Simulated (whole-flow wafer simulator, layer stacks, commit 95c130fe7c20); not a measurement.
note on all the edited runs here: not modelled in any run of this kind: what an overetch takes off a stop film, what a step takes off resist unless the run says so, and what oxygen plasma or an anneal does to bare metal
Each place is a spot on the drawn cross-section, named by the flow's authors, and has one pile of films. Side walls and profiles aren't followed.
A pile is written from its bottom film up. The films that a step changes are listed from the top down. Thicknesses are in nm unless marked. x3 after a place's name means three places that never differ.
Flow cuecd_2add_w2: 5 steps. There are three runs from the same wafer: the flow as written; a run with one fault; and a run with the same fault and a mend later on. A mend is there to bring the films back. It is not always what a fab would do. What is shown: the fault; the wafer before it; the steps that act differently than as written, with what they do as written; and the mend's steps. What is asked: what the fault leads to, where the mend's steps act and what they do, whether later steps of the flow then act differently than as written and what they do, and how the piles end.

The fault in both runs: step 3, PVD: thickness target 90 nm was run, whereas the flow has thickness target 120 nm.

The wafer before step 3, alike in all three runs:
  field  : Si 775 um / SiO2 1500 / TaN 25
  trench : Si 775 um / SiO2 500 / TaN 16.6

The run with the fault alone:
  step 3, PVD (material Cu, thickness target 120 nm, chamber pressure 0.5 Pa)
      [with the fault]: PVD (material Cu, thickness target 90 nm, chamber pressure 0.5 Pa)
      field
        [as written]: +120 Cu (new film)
        [with the fault]: +90 Cu (new film)
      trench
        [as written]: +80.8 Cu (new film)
        [with the fault]: +60.7 Cu (new film)
  None of the later steps of the flow differs from how it acts as written, at any place that is followed, by more than 2% or 0.5 nm, whichever is larger.
  By the end, the piles at field depart from the flow's by more than 2% or 0.5 nm, whichever is larger.
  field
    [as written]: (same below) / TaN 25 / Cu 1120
    [with the fault]: (same below) / TaN 25 / Cu 1090

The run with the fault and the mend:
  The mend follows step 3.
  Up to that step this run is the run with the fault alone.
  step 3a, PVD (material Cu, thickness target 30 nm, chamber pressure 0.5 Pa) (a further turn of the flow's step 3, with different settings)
      field
        +30 Cu
      trench
        +19.7 Cu
  None of the later steps of the flow differs from how it acts as written, at any place that is followed, by more than 2% or 0.5 nm, whichever is larger.
  The piles end the same as the flow's at every place that both follow.
